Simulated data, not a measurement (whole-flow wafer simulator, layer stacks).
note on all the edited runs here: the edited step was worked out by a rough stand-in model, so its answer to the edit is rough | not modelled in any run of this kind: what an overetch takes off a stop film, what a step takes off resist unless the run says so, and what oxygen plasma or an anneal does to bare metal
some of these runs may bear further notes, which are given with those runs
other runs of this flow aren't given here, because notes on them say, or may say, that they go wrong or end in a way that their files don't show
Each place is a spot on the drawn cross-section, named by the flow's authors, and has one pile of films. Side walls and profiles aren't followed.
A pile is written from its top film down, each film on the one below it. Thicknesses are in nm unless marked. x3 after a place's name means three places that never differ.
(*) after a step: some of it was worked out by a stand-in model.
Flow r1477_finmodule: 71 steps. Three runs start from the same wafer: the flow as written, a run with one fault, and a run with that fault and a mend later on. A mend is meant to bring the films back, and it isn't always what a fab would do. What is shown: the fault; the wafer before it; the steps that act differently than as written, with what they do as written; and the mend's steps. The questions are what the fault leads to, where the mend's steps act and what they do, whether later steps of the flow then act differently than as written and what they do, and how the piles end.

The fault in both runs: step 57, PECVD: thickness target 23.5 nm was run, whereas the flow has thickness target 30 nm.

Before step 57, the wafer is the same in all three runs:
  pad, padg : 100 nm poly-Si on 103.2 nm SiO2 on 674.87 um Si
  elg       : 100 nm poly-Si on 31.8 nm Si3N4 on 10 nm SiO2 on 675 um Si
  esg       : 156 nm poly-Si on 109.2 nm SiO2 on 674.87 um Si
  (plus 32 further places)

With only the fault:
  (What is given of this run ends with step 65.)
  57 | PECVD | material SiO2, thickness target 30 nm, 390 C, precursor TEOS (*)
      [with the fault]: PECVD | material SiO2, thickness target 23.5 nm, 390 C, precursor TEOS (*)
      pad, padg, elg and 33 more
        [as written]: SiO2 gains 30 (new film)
        [with the fault]: SiO2 gains 23.5 (new film)
  Later steps of the flow up to step 65 that are run all act as written at every place that is followed, up to a difference of at most 2% or 0.5 nm, whichever is larger.
  After step 65, at pad, padg, elg and 33 more, the piles differ from the flow's by more than 2% or 0.5 nm, whichever is larger.
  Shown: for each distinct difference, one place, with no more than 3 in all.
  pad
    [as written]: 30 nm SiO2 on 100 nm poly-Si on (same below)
    [with the fault]: 23.5 nm SiO2 on 100 nm poly-Si on (same below)
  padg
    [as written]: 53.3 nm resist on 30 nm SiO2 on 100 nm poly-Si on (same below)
    [with the fault]: 53.3 nm resist on 23.5 nm SiO2 on 100 nm poly-Si on (same below)
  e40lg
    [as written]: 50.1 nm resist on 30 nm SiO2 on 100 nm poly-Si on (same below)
    [with the fault]: 50.1 nm resist on 23.5 nm SiO2 on 100 nm poly-Si on (same below)

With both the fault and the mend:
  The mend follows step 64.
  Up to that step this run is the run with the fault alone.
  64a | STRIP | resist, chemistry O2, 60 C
      padg, elg, esg
        resist loses 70 (all of it)
      e40lg, e100lg, e200lg
        resist loses 66.9 (all of it)
      s40sg, s45sg
        resist loses 91 (all of it)
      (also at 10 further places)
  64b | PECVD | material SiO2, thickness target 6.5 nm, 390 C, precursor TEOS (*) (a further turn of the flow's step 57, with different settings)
      pad, padg, elg and 33 more
        SiO2 gains 6.5
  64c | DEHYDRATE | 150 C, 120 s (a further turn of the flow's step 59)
      does not change any film at any place that is followed
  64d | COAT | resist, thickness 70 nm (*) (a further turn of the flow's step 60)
      e40lg, e100lg, e200lg, elo, e40lo, e100lo, e200lo
        resist gains 66.9 (new film)
      pad, padg, elg, esg
        resist gains 70 (new film)
      s40sg, s45sg, s40so, s45so
        resist gains 91 (new film)
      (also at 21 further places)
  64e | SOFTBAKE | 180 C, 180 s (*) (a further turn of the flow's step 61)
      does not change any film at any place that is followed
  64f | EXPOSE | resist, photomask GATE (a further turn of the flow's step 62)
      does not change any film at any place that is followed
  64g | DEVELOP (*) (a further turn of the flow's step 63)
      elo, e40lo, e100lo, e200lo
        resist loses 66.9 (all of it)
      eso, e40so
        resist loses 129.5 (all of it)
      s40so, s45so
        resist loses 91 (all of it)
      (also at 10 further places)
  Later steps of the flow that are run all act as written at every place that is followed.
  At every place that both follow, the piles at the end match the flow's.
